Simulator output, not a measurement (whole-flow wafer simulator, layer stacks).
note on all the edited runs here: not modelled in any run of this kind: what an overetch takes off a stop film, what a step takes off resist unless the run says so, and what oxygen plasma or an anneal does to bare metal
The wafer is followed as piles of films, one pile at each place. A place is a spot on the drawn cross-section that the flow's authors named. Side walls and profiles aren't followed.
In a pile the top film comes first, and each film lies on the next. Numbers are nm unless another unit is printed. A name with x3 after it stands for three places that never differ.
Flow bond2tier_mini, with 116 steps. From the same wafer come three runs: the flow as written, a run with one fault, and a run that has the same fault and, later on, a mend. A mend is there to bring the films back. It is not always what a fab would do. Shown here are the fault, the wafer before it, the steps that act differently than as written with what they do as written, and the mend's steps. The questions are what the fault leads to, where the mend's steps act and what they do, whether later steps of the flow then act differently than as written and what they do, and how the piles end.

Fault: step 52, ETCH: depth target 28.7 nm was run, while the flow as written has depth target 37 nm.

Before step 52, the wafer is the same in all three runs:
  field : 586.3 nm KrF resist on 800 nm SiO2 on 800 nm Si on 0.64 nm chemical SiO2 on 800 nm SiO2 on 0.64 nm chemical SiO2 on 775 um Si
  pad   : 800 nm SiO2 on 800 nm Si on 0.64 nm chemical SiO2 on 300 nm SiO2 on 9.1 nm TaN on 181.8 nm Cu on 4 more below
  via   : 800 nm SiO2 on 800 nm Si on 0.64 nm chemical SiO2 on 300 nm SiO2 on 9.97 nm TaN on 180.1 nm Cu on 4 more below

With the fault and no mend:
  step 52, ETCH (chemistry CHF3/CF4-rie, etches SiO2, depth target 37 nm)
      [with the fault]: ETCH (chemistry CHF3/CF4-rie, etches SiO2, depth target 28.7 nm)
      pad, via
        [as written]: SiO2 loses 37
        [with the fault]: SiO2 loses 28.7
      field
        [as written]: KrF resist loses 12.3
        [with the fault]: KrF resist loses 9.57
  Later steps of the flow that are run all act as written at every place that is followed, up to a difference of at most 2% or 0.5 nm, whichever is larger.
  By the end, the piles at pad depart from the flow's by more than 2% or 0.5 nm, whichever is larger.
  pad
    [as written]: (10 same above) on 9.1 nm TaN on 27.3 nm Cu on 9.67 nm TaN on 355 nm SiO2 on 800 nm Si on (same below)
    [with the fault]: (10 same above) on 9.1 nm TaN on 19 nm Cu on 9.74 nm TaN on 363.3 nm SiO2 on 800 nm Si on (same below)

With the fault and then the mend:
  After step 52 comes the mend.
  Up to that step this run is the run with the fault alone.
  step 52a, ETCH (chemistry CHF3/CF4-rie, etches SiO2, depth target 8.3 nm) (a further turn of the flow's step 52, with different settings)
      pad, via
        SiO2 loses 8.3
      field
        KrF resist loses 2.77
  Later steps of the flow that are run all act as written at every place that is followed.
  The piles end the same as the flow's at every place that both follow.
